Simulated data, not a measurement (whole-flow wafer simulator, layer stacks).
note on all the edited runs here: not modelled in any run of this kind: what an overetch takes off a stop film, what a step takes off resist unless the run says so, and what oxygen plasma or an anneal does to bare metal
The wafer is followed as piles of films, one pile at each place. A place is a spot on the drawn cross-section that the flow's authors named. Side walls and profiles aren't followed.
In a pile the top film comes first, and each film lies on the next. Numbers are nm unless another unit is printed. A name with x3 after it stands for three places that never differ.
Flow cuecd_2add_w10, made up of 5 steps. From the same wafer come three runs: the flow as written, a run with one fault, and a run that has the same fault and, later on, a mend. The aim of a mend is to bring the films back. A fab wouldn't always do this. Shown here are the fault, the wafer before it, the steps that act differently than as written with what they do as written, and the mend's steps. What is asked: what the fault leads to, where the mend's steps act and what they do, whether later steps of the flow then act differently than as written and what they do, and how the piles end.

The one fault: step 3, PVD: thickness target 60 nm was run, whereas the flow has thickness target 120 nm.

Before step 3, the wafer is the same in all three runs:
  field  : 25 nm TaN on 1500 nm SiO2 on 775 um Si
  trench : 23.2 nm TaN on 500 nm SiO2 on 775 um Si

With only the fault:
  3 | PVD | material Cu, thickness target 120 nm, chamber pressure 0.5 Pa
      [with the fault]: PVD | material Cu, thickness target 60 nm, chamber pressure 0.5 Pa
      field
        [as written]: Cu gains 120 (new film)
        [with the fault]: Cu gains 60 (new film)
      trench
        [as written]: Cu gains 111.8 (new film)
        [with the fault]: Cu gains 55.8 (new film)
  Later steps of the flow that are run all act as written at every place that is followed.
  The piles end different from the flow's at field, trench by more than 2% or 0.5 nm, whichever is larger.
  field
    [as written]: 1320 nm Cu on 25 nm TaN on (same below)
    [with the fault]: 1260 nm Cu on 25 nm TaN on (same below)
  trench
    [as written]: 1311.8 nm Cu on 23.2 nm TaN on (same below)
    [with the fault]: 1255.8 nm Cu on 23.2 nm TaN on (same below)

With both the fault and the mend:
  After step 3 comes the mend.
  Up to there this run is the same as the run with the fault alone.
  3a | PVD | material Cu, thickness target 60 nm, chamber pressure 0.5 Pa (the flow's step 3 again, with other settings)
      field
        Cu gains 60
      trench
        Cu gains 55.8
  Later steps of the flow that are run all act as written at every place that is followed.
  At the end the piles are close to the flow's at the places that both follow, differing by at most 2% or 0.5 nm, whichever is larger.
